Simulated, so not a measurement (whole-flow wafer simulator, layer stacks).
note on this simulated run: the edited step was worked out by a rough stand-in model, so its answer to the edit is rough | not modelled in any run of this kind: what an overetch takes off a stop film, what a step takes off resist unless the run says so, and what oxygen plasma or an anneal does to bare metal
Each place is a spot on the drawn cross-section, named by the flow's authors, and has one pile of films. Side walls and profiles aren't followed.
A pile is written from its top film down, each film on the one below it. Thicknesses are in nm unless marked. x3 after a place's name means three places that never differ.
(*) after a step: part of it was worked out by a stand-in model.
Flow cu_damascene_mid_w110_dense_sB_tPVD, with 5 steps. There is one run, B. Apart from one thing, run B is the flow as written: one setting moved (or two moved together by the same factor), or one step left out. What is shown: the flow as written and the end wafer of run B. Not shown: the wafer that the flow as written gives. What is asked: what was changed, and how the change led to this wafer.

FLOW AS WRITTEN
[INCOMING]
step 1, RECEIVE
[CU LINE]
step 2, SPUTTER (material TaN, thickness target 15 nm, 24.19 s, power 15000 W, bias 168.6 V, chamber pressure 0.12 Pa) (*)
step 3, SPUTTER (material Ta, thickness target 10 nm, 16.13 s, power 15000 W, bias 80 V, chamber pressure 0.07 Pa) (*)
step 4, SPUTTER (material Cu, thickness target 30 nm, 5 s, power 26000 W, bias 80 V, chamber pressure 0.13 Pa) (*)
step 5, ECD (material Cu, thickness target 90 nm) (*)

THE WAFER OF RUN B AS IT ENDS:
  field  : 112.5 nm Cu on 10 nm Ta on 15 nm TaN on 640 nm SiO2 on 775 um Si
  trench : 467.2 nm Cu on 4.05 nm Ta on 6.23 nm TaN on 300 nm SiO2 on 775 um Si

Cause: step 4, SPUTTER: thickness target 22.5 nm was run, though the flow has thickness target 30 nm; step 4, SPUTTER: 3.75 s was run, where the flow has 5 s.

How this came from the change, step by step:
  step 4, SPUTTER (material Cu, thickness target 30 nm, 5 s, power 26000 W, bias 80 V, chamber pressure 0.13 Pa) (*)
      field: Cu gains 22.5 (new film) (it would be, as written: Cu gains 30 (new film))
      trench: Cu gains 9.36 (new film) (it would be, as written: Cu gains 12.5 (new film))
